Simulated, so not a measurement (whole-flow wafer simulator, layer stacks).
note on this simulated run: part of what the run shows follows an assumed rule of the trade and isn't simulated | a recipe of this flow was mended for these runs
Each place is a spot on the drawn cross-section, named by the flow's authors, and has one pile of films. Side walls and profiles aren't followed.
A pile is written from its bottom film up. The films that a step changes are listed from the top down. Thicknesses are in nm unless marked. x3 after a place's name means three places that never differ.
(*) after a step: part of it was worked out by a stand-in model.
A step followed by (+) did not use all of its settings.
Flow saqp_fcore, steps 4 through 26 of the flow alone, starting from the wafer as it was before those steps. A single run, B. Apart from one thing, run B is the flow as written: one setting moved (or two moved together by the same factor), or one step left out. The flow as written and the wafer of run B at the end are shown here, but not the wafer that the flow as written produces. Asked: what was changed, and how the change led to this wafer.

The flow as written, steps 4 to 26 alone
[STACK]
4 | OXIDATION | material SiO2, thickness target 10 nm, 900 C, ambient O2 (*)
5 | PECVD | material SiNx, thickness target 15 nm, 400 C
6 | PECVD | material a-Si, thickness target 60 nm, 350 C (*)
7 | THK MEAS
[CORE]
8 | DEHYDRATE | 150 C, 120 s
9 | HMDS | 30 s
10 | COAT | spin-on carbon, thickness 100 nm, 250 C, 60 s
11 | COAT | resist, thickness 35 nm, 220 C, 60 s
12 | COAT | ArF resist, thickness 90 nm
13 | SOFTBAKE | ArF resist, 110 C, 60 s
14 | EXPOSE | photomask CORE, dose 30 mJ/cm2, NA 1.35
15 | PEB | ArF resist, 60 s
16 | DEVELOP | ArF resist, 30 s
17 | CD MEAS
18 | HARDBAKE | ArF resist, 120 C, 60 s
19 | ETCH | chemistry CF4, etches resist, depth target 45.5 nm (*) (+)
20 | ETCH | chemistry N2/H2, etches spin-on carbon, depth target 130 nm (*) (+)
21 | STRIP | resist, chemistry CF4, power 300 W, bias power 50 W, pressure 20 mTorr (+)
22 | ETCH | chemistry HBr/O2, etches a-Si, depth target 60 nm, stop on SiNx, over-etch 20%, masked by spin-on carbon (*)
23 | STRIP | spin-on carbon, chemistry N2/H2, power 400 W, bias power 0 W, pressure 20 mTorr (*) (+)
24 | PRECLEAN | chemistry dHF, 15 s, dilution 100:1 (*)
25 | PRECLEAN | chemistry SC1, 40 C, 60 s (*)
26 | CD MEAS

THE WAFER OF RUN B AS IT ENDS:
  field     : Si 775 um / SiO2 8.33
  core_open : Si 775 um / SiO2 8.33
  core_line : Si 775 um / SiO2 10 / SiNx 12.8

The reason: step 6, PECVD: material a-Si, thickness target 60 nm, 350 C (*), was skipped.

Step by step, how the change led to this:
  20 | ETCH | chemistry N2/H2, etches spin-on carbon, depth target 130 nm (*) (+)
      field, core_open: spin-on carbon loses 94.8 (all of it), SiNx loses 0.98 (it would be, as written: spin-on carbon loses 94.8 (all of it), a-Si loses 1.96)
  21 | STRIP | resist, chemistry CF4, power 300 W, bias power 50 W, pressure 20 mTorr (+)
      field: SiNx loses 14 (all of it) (it would be, as written: a-Si loses 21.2)
      core_open: SiNx loses 14 (all of it) (it would be, as written: a-Si loses 18.7)
  22 | ETCH | chemistry HBr/O2, etches a-Si, depth target 60 nm, stop on SiNx, over-etch 20%, masked by spin-on carbon (*)
      field: SiO2 loses 1 (it would be, as written: a-Si loses 36.8 (all of it), SiNx loses 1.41)
      core_open: SiO2 loses 1 (it would be, as written: a-Si loses 39.4 (all of it), SiNx loses 1.3)
      (also at 1 further place)
  23 | STRIP | spin-on carbon, chemistry N2/H2, power 400 W, bias power 0 W, pressure 20 mTorr (*) (+)
      core_line: spin-on carbon loses 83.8 (all of it) (it would be, as written: spin-on carbon loses 88.8 (all of it))
  24 | PRECLEAN | chemistry dHF, 15 s, dilution 100:1 (*)
      field, core_open: SiO2 loses 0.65 (it would be, as written: SiNx loses 1.31)
      core_line: SiNx loses 2.25 (it would be, as written: nothing)
  25 | PRECLEAN | chemistry SC1, 40 C, 60 s (*)
      core_line: nothing (it would be, as written: chemical SiO2 gains 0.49 (new film), a-Si loses 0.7)
